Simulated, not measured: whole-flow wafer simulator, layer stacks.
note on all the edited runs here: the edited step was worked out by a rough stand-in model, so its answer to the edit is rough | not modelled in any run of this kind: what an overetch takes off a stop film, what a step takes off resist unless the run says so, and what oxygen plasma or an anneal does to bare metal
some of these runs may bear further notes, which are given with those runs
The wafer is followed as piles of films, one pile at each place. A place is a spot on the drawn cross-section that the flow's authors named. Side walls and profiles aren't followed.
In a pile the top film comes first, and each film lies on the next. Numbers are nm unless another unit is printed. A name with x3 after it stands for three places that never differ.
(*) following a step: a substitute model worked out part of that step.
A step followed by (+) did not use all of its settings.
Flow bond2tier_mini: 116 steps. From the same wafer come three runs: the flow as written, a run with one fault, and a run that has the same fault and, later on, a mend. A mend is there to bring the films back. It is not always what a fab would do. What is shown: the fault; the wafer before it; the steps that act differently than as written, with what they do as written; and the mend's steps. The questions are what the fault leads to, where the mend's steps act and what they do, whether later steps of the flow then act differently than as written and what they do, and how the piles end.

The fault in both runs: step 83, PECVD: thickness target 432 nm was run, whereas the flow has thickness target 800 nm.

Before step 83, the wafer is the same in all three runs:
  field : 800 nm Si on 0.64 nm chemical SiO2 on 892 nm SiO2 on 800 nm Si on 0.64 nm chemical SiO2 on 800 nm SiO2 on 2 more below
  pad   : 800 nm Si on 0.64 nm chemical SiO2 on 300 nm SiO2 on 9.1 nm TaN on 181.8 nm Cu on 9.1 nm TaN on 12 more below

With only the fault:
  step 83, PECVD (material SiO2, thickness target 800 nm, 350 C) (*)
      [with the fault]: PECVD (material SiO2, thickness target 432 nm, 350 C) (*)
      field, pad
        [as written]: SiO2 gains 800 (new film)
        [with the fault]: SiO2 gains 432 (new film)
  Steps later in the flow that act otherwise than as written (3 other steps are not shown; they differ only slightly, by no more than 2% or 0.5 nm, whichever is larger):
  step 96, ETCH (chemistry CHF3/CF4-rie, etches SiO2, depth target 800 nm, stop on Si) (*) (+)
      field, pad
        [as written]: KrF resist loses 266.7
        [with the fault]: KrF resist loses 197.5
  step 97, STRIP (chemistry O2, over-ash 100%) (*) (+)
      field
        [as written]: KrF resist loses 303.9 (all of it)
        [with the fault]: KrF resist loses 373.1 (all of it)
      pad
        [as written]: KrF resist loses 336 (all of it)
        [with the fault]: KrF resist loses 405.1 (all of it)
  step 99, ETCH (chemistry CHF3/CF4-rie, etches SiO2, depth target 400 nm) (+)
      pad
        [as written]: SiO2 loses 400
        [with the fault]: SiO2 loses 387 (all of it), Si loses 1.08
  The piles end different from the flow's at field, pad by more than 2% or 0.5 nm, whichever is larger.
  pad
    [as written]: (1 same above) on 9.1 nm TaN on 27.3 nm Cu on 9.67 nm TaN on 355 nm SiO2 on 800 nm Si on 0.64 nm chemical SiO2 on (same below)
    [with the fault]: (1 same above) on 9.1 nm TaN on 15.3 nm Cu on 9.78 nm TaN on 798.9 nm Si on 0.64 nm chemical SiO2 on (same below)
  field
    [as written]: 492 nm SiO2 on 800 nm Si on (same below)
    [with the fault]: 124 nm SiO2 on 800 nm Si on (same below)

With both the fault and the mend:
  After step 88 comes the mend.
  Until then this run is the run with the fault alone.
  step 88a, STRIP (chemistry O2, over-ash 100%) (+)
      field
        KrF resist loses 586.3 (all of it)
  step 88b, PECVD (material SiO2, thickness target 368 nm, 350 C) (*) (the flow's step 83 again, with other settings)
      field, pad
        SiO2 gains 368
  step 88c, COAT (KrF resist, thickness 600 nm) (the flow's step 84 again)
      field, pad
        KrF resist gains 600 (new film)
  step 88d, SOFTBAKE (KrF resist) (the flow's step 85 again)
      leaves every film unchanged at each place that is followed
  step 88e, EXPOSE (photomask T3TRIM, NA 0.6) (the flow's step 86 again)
      leaves every film unchanged at each place that is followed
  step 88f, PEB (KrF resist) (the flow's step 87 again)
      leaves every film unchanged at each place that is followed
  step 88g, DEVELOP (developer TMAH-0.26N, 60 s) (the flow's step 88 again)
      field
        KrF resist loses 13.7
      pad
        KrF resist loses 600 (all of it)
  None of the later steps of the flow acts differently than as written at any place that is followed.
  By the end, the piles equal the flow's at every place that both follow.
